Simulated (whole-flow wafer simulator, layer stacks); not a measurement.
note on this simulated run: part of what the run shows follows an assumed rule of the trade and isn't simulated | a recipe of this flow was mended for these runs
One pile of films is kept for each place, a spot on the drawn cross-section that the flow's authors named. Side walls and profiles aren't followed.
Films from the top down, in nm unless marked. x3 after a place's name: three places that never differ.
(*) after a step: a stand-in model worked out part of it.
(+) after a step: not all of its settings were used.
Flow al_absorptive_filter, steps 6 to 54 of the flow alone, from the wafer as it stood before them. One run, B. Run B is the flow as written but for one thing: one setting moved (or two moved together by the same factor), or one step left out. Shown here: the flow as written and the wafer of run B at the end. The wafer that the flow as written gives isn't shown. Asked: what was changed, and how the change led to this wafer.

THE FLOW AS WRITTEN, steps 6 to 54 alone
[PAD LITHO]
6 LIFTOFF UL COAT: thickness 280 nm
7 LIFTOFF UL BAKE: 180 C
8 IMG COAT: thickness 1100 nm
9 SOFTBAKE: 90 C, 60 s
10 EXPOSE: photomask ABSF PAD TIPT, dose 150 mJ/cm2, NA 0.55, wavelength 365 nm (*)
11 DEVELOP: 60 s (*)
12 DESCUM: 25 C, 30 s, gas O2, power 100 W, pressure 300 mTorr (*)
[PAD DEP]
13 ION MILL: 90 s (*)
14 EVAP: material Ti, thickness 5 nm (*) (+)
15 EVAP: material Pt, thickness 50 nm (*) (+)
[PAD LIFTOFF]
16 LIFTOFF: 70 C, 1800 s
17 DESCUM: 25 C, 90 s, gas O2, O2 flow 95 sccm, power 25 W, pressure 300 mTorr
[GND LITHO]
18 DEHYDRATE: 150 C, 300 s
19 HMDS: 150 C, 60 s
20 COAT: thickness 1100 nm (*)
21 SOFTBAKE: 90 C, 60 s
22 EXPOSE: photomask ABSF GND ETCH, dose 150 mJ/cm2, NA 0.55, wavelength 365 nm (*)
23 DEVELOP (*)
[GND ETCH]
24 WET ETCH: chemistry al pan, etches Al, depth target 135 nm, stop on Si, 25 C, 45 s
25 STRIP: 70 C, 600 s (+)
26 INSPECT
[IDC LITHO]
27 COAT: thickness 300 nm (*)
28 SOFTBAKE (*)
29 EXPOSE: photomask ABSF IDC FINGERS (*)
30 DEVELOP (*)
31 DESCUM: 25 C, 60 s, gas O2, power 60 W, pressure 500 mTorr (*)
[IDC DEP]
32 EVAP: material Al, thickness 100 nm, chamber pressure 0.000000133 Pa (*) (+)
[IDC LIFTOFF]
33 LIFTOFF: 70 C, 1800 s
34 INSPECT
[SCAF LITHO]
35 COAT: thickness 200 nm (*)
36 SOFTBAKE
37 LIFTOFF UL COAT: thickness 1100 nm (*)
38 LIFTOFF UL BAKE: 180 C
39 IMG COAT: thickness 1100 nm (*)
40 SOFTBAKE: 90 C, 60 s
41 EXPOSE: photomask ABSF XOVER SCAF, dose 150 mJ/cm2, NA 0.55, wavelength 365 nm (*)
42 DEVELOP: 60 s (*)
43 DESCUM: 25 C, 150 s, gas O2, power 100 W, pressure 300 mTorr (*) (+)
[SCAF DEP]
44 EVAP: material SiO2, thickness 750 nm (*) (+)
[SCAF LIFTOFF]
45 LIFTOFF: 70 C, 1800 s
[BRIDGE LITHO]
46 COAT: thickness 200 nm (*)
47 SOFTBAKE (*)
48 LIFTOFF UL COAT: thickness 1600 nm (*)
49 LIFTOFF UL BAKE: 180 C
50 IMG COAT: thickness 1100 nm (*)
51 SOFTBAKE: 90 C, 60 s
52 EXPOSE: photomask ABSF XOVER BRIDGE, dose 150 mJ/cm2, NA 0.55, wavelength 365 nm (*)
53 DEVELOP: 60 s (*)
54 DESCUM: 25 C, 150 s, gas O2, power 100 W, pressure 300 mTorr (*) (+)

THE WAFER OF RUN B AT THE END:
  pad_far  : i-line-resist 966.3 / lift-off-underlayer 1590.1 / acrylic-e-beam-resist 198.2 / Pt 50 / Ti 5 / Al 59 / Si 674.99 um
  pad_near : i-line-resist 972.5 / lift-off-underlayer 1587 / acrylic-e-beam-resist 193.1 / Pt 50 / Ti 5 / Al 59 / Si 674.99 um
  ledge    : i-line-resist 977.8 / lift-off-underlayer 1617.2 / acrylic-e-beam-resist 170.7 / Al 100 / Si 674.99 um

The cause: step 11, DEVELOP: 52.5 s was run, where the flow has 60 s.

How the change led to this, step by step:
  11 DEVELOP: 60 s (*)
      pad_far, pad_near: i-line-resist -1100 (all of it), lift-off-underlayer -280 (all of it), Al -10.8 (as written it would be: i-line-resist -1100 (all of it), lift-off-underlayer -280 (all of it), Al -13.3)
